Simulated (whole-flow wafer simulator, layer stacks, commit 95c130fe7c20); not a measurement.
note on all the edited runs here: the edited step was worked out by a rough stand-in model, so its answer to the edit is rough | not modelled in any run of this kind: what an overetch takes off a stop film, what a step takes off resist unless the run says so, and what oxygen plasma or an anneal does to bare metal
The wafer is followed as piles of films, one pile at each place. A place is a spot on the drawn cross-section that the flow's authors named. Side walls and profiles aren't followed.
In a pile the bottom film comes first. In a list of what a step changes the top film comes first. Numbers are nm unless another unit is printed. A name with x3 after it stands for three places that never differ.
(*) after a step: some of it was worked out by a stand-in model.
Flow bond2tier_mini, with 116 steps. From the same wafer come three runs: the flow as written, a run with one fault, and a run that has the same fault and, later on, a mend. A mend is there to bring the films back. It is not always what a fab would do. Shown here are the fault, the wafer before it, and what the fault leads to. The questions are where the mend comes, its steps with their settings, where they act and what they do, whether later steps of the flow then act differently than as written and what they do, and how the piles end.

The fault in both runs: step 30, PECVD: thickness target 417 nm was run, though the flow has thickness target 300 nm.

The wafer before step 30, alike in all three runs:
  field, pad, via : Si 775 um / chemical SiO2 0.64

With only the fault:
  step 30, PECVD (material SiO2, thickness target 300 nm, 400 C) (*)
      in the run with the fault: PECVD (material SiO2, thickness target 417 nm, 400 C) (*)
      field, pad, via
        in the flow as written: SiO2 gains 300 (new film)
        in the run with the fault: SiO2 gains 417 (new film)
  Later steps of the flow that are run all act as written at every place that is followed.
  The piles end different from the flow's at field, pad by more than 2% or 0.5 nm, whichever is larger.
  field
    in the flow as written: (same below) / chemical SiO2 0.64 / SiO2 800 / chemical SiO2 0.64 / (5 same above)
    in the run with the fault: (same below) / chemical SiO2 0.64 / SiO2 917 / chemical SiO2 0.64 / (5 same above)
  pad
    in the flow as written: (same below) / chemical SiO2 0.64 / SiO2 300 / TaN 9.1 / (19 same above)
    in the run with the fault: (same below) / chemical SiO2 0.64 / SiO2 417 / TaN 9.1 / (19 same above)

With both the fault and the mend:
  The mend stands after step 30.
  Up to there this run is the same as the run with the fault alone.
  step 30a, ETCH (chemistry CHF3/CF4-rie, etches SiO2, depth target 117 nm) (the flow's step 9, run once more with other settings)
      field, pad, via
        SiO2 loses 117
  Later steps of the flow that are run all act as written at every place that is followed.
  At every place that both follow, the piles at the end match the flow's.
